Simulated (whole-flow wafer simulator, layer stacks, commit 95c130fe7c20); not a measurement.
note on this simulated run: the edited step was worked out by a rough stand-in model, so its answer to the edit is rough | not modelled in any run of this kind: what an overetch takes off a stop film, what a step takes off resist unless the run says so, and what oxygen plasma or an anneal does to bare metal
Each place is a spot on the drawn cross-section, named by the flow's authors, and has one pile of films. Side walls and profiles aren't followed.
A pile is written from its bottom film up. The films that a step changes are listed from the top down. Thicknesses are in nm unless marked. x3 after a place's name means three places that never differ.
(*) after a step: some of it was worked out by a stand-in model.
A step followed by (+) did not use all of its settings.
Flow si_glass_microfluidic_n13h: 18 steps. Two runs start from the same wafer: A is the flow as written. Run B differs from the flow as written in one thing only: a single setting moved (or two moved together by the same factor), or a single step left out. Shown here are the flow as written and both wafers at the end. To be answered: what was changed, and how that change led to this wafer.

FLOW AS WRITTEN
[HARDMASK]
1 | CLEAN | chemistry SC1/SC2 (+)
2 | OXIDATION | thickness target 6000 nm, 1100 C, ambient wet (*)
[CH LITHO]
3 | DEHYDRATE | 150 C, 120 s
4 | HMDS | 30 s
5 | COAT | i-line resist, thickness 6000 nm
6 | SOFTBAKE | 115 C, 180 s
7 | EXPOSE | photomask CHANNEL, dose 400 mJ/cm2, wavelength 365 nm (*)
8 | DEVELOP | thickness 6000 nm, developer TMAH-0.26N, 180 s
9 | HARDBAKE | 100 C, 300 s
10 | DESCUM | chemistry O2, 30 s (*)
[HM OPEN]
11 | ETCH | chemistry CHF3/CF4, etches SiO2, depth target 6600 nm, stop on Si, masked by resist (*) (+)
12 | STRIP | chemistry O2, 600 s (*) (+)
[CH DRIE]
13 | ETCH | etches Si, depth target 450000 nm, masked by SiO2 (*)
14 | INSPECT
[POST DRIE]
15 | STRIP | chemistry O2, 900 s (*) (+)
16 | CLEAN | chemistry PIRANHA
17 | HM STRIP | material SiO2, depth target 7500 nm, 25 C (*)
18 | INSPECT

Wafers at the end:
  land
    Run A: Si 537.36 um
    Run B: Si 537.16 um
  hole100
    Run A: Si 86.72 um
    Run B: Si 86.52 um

The reason: step 2, OXIDATION: thickness target 6450 nm was run, whereas the flow has thickness target 6000 nm.

The path from the change to this, step by step:
  2 | OXIDATION | thickness target 6000 nm, 1100 C, ambient wet (*)
      land, hole100: A SiO2 gains 6000 (new film), chemical SiO2 loses 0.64 (all of it), Si loses 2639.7 | B SiO2 gains 6450 (new film), chemical SiO2 loses 0.64 (all of it), Si loses 2837.7
  11 | ETCH | chemistry CHF3/CF4, etches SiO2, depth target 6600 nm, stop on Si, masked by resist (*) (+)
      hole100: A SiO2 loses 6000 (all of it) | B SiO2 loses 6450 (all of it)
  17 | HM STRIP | material SiO2, depth target 7500 nm, 25 C (*)
      land: A SiO2 loses 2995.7 (all of it) | B SiO2 loses 3445.7 (all of it)
